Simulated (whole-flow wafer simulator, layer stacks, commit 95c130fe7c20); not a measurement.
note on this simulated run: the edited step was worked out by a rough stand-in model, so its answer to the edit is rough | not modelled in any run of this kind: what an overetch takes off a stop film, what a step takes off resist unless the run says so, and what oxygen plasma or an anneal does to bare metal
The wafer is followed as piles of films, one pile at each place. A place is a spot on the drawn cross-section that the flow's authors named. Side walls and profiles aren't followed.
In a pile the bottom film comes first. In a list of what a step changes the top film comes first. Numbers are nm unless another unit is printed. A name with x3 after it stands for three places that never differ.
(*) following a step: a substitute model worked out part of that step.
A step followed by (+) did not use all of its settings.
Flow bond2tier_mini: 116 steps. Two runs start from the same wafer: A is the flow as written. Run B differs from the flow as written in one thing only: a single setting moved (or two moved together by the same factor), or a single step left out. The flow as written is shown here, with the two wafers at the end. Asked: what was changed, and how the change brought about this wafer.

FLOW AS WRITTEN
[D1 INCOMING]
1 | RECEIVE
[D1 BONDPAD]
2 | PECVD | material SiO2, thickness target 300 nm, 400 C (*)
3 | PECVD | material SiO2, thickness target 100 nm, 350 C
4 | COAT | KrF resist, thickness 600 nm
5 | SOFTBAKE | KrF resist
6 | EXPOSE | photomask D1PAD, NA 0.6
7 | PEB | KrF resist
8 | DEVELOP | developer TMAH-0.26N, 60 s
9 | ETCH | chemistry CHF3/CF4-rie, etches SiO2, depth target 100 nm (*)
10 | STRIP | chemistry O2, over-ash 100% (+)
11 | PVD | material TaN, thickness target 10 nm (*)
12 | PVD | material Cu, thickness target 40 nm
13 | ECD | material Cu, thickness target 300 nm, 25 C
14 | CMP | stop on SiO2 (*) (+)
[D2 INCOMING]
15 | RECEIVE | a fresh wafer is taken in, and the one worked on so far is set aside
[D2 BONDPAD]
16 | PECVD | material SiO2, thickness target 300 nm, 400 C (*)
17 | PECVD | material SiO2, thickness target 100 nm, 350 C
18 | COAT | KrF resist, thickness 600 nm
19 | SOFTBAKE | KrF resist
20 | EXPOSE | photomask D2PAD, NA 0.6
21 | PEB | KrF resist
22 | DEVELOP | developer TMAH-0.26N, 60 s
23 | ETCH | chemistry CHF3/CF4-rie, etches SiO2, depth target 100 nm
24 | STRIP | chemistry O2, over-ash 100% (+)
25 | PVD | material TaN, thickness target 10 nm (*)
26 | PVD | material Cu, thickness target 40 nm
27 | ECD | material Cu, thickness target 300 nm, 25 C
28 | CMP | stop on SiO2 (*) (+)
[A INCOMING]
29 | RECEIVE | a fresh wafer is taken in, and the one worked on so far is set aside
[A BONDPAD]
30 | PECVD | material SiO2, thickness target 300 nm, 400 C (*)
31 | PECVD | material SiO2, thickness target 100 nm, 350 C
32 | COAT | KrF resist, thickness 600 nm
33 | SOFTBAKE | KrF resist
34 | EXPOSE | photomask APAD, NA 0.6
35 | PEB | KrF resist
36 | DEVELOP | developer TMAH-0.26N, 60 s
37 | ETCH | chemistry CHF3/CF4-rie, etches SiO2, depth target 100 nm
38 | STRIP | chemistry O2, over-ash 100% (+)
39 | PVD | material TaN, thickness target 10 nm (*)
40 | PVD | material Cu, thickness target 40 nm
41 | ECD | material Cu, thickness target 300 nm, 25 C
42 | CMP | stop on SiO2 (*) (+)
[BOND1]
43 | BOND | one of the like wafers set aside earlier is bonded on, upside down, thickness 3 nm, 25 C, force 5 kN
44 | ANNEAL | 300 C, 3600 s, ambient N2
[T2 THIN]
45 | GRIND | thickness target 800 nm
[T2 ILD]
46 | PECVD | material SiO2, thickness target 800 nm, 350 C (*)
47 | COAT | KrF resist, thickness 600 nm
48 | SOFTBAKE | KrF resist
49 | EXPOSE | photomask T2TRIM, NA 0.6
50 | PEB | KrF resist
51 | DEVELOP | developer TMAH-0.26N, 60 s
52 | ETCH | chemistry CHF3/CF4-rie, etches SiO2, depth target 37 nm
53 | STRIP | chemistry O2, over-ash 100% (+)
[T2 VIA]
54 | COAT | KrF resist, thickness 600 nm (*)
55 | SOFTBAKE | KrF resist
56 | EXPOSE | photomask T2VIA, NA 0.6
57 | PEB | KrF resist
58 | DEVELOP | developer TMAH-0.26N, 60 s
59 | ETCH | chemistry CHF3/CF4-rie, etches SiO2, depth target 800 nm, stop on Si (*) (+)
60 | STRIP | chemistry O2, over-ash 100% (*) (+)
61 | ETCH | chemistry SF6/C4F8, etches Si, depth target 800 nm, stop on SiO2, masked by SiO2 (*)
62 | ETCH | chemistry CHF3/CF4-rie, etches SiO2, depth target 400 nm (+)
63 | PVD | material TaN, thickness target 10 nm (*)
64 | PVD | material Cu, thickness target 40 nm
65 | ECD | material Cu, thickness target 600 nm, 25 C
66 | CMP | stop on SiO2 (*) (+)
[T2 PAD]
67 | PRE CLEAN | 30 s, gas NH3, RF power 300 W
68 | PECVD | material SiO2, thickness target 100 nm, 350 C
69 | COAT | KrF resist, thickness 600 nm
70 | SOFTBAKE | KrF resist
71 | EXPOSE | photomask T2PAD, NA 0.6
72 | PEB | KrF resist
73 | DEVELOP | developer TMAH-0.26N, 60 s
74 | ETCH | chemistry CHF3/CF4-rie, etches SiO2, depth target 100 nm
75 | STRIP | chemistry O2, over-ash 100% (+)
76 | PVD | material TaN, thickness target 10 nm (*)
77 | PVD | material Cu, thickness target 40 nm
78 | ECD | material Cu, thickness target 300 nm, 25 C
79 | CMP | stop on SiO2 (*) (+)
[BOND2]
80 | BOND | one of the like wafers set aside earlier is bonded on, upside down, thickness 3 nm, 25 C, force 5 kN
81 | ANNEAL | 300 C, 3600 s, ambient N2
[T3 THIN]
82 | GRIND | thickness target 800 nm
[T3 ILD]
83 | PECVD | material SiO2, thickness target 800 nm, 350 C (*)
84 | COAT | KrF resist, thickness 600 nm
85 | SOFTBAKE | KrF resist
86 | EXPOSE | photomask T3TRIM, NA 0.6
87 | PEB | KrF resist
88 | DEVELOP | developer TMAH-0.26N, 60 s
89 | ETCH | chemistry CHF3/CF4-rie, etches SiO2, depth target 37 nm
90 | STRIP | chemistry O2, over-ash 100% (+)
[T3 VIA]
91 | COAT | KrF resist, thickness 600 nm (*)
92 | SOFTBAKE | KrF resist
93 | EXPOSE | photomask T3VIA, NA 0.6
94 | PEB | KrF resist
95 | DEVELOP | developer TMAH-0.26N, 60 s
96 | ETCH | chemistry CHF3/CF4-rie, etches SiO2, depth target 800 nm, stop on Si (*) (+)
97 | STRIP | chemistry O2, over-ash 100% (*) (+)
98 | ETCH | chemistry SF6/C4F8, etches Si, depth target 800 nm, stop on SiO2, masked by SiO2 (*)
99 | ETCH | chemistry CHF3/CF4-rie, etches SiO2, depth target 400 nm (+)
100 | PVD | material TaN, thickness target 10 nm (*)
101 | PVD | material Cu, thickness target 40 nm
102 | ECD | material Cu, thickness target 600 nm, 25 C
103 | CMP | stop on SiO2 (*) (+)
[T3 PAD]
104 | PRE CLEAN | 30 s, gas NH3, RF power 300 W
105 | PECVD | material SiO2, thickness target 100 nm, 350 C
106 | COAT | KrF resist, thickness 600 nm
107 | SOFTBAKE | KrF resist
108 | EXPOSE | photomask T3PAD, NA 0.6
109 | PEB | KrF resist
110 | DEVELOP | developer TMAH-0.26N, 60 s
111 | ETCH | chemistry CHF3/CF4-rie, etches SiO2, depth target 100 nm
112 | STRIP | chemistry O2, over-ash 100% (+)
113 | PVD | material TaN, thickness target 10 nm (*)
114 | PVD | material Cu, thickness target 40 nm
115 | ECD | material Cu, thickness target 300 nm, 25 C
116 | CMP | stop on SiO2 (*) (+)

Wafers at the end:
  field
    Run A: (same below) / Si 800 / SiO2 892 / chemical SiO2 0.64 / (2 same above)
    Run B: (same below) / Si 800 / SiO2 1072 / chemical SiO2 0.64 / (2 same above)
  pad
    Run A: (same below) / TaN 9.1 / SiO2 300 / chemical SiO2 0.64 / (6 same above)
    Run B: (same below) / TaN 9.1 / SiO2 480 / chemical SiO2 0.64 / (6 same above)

Cause: step 16, PECVD: thickness target 480 nm was run, while the flow as written has thickness target 300 nm.
One can read it off the wafer: pad has SiO2 480, and step 16 as written asks for 300 nm.

Step by step, how the change led to this:
  16 | PECVD | material SiO2, thickness target 300 nm, 400 C (*)
      field, pad, via: A SiO2 gains 300 (new film) | B SiO2 gains 480 (new film)
  80 | BOND | one of the like wafers set aside earlier is bonded on, upside down, thickness 3 nm, 25 C, force 5 kN
      field: A Si gains 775 um (new film), chemical SiO2 gains 0.64 (new film), SiO2 gains 400 | B Si gains 775 um (new film), chemical SiO2 gains 0.64 (new film), SiO2 gains 580
      pad: A Si gains 775 um (new film), chemical SiO2 gains 0.64 (new film), SiO2 gains 300 (new film), TaN gains 9.1 (new film), Cu gains 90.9 | B Si gains 775 um (new film), chemical SiO2 gains 0.64 (new film), SiO2 gains 480 (new film), TaN gains 9.1 (new film), Cu gains 90.9
